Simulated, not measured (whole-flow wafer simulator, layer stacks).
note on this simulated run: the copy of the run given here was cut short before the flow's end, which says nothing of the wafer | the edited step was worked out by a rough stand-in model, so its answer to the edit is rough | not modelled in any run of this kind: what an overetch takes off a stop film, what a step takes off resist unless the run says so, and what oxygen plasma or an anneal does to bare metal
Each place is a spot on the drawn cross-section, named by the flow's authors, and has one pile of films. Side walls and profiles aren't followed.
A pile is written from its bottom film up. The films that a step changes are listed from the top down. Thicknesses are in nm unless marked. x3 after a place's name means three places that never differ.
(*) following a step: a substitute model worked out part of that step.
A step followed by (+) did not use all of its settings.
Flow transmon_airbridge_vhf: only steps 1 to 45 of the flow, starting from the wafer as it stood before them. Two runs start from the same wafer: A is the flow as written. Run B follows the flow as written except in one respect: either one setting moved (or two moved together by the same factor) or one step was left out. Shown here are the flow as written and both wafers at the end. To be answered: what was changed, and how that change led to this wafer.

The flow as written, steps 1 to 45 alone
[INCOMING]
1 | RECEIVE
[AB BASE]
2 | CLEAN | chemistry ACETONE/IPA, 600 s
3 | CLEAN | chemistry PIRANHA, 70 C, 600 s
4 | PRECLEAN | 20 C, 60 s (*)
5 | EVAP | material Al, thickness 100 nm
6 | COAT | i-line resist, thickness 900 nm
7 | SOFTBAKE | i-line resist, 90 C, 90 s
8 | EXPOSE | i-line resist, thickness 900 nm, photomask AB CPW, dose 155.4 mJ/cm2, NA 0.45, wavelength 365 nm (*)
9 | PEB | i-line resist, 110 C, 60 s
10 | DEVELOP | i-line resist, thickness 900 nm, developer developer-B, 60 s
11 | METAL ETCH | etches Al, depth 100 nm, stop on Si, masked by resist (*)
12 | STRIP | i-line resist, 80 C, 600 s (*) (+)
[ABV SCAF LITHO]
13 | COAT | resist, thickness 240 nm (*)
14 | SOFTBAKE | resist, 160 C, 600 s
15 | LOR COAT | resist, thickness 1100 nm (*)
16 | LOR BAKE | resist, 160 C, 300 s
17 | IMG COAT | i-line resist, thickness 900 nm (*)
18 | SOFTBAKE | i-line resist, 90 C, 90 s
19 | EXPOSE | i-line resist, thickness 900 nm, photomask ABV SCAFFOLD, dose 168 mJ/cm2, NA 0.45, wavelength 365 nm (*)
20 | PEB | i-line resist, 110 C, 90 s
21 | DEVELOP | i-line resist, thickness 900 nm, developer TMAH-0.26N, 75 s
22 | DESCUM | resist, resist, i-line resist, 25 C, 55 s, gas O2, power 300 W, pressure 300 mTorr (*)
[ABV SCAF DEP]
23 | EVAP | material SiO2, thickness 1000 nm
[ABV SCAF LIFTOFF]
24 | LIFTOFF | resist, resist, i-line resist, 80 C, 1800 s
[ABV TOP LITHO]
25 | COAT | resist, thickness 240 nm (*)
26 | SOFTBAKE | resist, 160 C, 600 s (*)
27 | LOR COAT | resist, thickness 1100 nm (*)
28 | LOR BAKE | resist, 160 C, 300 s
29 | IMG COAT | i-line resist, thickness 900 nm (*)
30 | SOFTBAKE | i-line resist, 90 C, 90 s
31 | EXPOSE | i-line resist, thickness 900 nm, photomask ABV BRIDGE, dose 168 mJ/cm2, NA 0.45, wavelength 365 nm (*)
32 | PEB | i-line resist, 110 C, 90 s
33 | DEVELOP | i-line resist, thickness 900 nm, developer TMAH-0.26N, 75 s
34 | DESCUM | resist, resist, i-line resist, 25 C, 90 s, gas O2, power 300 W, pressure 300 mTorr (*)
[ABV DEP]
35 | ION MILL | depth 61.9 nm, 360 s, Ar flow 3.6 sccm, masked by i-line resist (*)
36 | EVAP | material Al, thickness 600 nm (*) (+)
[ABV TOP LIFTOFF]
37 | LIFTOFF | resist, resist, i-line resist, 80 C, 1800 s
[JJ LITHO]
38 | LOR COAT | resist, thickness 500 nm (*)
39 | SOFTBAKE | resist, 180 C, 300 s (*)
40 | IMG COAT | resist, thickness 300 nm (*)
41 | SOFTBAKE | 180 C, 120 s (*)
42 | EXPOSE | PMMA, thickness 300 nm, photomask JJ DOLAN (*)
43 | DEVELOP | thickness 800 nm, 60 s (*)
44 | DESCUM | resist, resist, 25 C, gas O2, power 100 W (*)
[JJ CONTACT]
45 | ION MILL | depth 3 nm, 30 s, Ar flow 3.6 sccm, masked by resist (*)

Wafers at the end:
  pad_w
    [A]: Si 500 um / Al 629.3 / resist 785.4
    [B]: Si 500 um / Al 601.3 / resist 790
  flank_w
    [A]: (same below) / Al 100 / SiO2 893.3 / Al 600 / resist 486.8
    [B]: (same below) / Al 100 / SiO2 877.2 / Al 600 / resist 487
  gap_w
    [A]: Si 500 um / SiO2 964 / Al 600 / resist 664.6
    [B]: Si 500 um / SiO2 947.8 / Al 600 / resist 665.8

The reason: step 35, ION MILL: depth 89.8 nm was run, while the flow as written has depth 61.9 nm; step 35, ION MILL: 522 s was run, where the flow has 360 s.

The path from the change to this, step by step:
  35 | ION MILL | depth 61.9 nm, 360 s, Ar flow 3.6 sccm, masked by i-line resist (*)
      field x3, jj_line, ground_far, trace_open_s x2, margin_s, margin_n: A -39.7 i-line resist | B -57.6 i-line resist
      flank_w, gap_w, cpw_trace, gap_e, flank_e, bridge_strip: A -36 SiO2 | B -52.2 SiO2
      (as well as at 2 more places)
  37 | LIFTOFF | resist, resist, i-line resist, 80 C, 1800 s
      field x3, jj_line, trace_open_s x2: A -600 Al (all of it), -600 i-line resist (all of it), -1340 resist (all of it) | B -600 Al (all of it), -582.1 i-line resist (all of it), -1340 resist (all of it)
      margin_s, margin_n: A -600 Al (all of it), -318.3 i-line resist (all of it), -992 resist (all of it) | B -600 Al (all of it), -300.4 i-line resist (all of it), -992 resist (all of it)
      (as well as at 1 more place)
